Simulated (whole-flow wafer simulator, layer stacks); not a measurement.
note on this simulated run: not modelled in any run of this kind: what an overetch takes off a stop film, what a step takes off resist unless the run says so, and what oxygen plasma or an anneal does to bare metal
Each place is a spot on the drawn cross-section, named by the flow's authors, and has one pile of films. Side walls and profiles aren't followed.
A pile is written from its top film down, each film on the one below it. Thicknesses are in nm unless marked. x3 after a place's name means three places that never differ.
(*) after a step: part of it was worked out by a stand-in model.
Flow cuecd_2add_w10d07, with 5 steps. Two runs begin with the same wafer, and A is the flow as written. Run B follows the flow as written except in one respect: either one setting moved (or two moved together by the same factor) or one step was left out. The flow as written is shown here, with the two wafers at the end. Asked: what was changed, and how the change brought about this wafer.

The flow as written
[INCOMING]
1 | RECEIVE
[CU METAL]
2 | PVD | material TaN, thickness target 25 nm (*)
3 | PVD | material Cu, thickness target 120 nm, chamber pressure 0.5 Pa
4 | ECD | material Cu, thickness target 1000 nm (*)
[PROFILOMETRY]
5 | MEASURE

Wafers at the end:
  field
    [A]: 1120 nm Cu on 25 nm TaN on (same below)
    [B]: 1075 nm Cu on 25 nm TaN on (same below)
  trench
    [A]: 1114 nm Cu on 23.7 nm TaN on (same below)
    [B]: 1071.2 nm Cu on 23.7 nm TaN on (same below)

What caused this: step 3, PVD: thickness target 75 nm was run, whereas the flow has thickness target 120 nm.

How this came from the change, step by step:
  3 | PVD | material Cu, thickness target 120 nm, chamber pressure 0.5 Pa
      field: A +120 Cu (new film) | B +75 Cu (new film)
      trench: A +114 Cu (new film) | B +71.2 Cu (new film)
